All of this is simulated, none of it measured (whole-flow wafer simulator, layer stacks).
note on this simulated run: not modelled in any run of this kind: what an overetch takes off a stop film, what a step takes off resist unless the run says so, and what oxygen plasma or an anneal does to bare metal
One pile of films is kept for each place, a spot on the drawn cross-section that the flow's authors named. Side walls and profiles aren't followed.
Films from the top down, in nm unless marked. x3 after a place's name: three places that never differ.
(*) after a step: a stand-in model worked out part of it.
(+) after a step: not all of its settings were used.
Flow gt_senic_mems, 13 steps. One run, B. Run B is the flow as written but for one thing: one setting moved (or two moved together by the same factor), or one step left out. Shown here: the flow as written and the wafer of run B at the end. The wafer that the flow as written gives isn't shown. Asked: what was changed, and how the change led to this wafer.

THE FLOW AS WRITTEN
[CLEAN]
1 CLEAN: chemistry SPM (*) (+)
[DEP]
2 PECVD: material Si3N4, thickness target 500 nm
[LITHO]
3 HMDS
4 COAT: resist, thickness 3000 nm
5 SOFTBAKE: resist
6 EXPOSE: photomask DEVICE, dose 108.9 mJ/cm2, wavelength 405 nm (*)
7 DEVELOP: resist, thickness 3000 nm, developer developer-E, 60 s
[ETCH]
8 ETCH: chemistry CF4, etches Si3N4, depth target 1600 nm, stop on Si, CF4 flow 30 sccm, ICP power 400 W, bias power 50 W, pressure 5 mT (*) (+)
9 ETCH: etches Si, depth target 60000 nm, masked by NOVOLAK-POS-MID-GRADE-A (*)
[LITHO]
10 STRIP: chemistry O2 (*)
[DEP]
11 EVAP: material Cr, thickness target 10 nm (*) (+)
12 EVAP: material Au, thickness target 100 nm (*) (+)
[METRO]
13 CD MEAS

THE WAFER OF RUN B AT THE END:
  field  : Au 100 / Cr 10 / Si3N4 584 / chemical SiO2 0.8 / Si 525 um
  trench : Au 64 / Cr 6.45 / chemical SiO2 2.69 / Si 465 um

The cause: step 2, PECVD: thickness target 584 nm was run, where the flow has thickness target 500 nm.
It can be read off the wafer: field has Si3N4 584, and step 2 as written asks for 500 nm.

How the change led to this, step by step:
  2 PECVD: material Si3N4, thickness target 500 nm
      field, trench: Si3N4 +584 (new film) (as written it would be: Si3N4 +500 (new film))
  8 ETCH: chemistry CF4, etches Si3N4, depth target 1600 nm, stop on Si, CF4 flow 30 sccm, ICP power 400 W, bias power 50 W, pressure 5 mT (*) (+)
      field: resist -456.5 (as written it would be: resist -400.5)
      trench: Si3N4 -584 (all of it), chemical SiO2 -0.8 (all of it) (as written it would be: Si3N4 -500 (all of it), chemical SiO2 -0.8 (all of it))
  10 STRIP: chemistry O2 (*)
      field: resist -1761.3 (all of it) (as written it would be: resist -1817.3 (all of it))
